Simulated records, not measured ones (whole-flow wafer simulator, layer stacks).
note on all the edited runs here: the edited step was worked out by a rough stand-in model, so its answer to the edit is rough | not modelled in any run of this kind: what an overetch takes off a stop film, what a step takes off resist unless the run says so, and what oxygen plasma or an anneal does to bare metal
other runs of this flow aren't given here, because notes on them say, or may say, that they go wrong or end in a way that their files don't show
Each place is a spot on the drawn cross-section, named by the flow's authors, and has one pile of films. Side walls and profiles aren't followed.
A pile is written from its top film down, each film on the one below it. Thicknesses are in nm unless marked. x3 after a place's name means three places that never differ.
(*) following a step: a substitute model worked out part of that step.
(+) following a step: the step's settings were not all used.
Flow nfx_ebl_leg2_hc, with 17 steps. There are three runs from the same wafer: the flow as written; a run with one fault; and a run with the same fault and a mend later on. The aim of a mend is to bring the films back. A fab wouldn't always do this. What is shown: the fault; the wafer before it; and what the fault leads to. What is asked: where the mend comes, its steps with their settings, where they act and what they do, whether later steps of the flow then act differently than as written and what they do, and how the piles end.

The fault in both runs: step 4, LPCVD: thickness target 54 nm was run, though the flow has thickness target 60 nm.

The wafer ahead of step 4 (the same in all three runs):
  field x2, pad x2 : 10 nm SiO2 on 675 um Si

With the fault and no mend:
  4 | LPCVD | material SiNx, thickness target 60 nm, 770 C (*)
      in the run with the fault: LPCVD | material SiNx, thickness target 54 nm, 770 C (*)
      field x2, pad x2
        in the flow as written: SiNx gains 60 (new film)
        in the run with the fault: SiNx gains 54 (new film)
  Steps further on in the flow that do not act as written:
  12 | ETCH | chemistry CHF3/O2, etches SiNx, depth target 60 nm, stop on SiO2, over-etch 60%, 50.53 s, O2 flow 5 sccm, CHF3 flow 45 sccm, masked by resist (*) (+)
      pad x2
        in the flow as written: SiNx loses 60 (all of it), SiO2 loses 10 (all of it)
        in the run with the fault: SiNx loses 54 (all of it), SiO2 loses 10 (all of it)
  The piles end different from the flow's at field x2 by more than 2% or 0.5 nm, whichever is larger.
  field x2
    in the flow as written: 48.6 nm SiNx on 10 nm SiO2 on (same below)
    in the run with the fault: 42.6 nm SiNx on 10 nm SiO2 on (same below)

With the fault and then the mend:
  The mend stands after step 5.
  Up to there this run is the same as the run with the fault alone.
  5a | LPCVD | material SiNx, thickness target 6 nm, 770 C (*) (the flow's step 4, run once more with other settings)
      field x2, pad x2
        SiNx gains 6
  None of the later steps of the flow acts differently than as written at any place that is followed.
  The piles end the same as the flow's at every place that both follow.
